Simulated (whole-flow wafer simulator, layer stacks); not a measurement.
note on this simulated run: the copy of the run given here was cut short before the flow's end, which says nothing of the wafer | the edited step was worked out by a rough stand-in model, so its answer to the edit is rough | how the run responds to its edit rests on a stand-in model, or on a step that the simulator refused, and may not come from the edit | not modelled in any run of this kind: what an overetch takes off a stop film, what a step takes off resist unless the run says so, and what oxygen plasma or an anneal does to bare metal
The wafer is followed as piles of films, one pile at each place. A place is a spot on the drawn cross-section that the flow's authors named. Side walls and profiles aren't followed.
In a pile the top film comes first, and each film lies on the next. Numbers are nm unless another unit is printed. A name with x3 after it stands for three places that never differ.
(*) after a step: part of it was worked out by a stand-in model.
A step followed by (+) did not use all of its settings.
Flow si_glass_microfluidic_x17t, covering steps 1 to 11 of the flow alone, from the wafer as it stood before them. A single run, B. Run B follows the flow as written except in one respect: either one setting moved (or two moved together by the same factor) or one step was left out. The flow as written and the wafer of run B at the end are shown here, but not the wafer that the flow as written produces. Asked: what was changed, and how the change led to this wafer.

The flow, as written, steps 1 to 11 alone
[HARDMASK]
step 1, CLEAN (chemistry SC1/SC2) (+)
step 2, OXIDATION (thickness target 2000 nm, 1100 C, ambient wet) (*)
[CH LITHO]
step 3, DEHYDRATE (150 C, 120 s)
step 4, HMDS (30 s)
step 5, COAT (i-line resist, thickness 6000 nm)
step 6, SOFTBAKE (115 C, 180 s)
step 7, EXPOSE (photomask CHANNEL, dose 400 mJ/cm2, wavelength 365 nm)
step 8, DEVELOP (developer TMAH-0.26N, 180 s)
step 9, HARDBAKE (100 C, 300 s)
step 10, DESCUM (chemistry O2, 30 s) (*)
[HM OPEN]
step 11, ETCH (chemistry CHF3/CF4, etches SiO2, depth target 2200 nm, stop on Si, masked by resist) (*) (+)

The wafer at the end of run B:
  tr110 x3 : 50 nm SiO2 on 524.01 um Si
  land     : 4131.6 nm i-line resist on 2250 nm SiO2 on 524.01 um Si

Cause: step 2, OXIDATION: thickness target 2250 nm was run, though the flow has thickness target 2000 nm.
The wafer itself shows it: land has SiO2 2250, and step 2 as written asks for 2000 nm.

How this came from the change, step by step:
  step 2, OXIDATION (thickness target 2000 nm, 1100 C, ambient wet) (*)
      land, tr110 x3: SiO2 gains 2250 (new film), chemical SiO2 loses 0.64 (all of it), Si loses 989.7 (as written it would have been: SiO2 gains 2000 (new film), chemical SiO2 loses 0.64 (all of it), Si loses 879.7)
  step 11, ETCH (chemistry CHF3/CF4, etches SiO2, depth target 2200 nm, stop on Si, masked by resist) (*) (+)
      tr110 x3: SiO2 loses 2200 (as written it would have been: SiO2 loses 2000 (all of it))
